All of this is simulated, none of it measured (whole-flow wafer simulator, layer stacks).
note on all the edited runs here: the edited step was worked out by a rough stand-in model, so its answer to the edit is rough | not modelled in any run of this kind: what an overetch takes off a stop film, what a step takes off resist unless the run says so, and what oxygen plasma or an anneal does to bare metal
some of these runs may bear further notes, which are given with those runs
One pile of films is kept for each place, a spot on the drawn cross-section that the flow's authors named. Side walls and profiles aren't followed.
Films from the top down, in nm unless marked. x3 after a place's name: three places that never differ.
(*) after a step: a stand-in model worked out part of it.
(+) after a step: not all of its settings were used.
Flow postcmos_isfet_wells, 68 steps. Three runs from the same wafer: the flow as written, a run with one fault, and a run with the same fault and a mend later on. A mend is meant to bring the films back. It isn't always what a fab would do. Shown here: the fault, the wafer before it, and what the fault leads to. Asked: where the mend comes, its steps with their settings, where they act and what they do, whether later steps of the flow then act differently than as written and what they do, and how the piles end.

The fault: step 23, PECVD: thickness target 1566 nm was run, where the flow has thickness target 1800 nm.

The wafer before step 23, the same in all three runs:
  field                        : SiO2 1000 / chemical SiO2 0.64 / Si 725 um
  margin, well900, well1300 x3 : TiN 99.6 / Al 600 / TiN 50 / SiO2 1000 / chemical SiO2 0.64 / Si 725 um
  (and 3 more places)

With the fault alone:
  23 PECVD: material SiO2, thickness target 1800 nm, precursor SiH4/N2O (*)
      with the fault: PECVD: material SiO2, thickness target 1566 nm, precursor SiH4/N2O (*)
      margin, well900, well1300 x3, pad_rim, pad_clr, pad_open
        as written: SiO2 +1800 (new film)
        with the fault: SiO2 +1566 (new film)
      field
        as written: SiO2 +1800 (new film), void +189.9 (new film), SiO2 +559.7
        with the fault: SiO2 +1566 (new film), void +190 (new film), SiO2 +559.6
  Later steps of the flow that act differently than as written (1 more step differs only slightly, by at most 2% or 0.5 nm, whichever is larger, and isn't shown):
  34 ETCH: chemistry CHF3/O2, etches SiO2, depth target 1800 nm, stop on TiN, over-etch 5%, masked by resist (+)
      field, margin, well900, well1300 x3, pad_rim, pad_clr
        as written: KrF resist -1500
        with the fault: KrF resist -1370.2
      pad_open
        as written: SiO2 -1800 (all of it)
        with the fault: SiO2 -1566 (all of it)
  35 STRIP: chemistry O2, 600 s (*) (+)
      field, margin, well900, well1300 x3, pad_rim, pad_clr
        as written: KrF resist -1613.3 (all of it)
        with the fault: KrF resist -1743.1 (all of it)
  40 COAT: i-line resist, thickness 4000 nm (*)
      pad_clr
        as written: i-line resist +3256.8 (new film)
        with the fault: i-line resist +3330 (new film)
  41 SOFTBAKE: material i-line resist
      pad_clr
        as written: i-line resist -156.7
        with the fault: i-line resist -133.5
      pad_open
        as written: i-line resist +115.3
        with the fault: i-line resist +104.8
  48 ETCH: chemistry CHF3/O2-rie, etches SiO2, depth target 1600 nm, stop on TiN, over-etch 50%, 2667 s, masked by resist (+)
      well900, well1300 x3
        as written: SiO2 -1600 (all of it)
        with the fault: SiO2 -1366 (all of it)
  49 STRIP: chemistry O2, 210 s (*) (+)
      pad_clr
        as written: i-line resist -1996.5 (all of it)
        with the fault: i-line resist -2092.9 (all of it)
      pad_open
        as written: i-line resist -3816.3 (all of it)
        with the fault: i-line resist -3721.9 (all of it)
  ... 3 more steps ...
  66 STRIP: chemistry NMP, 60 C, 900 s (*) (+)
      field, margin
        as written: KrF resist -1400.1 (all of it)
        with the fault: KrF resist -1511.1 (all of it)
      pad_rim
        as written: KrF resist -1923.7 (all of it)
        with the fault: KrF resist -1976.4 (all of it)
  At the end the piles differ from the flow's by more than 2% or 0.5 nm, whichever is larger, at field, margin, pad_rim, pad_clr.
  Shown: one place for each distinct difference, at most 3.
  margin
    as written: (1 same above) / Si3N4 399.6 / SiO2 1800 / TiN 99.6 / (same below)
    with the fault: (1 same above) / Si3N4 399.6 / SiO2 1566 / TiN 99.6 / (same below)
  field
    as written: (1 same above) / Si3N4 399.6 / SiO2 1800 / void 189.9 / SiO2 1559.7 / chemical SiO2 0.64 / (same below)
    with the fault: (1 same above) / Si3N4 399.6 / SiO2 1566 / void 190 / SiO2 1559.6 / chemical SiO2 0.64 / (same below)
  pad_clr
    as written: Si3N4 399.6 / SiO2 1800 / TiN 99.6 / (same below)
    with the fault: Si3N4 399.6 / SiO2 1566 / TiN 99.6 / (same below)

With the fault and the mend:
  The mend comes after step 23.
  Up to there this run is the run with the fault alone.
  23a PECVD: material SiO2, thickness target 234 nm, precursor SiH4/N2O (*) (the flow's step 23 once more, with other settings)
      field, margin, well900, well1300 x3, pad_rim, pad_clr, pad_open
        SiO2 +234
  No later step of the flow acts differently than as written at any place that is followed.
  At the end the piles differ from the flow's only slightly at the places that both follow, by at most 2% or 0.5 nm, whichever is larger.
